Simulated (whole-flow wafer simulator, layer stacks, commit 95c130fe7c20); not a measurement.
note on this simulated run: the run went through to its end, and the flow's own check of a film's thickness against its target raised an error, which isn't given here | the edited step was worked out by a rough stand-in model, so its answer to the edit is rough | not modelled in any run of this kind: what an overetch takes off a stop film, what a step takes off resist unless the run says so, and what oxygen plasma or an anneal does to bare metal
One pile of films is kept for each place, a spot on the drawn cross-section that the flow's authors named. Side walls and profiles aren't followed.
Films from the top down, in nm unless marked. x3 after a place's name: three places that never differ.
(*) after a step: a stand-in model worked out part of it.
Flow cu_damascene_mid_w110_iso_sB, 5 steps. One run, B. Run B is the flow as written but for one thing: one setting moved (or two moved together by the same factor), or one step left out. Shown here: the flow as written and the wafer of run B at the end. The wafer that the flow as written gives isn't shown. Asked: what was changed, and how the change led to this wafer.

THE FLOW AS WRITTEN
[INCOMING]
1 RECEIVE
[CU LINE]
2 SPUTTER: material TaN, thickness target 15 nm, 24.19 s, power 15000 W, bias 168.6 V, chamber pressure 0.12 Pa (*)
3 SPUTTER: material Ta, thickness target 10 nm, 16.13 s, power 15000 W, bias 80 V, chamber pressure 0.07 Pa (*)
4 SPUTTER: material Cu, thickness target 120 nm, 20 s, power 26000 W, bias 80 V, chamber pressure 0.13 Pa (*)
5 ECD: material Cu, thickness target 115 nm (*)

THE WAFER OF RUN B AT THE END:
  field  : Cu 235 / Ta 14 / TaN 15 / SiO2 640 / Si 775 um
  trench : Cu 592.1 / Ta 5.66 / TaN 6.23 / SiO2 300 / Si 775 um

The cause: step 3, SPUTTER: thickness target 14 nm was run, where the flow has thickness target 10 nm; step 3, SPUTTER: 22.58 s was run, where the flow has 16.13 s.
It can be read off the wafer: field has Ta 14, and step 3 as written asks for 10 nm.

How the change led to this, step by step:
  3 SPUTTER: material Ta, thickness target 10 nm, 16.13 s, power 15000 W, bias 80 V, chamber pressure 0.07 Pa (*)
      field: Ta +14 (new film) (as written it would be: Ta +10 (new film))
      trench: Ta +5.66 (new film) (as written it would be: Ta +4.05 (new film))
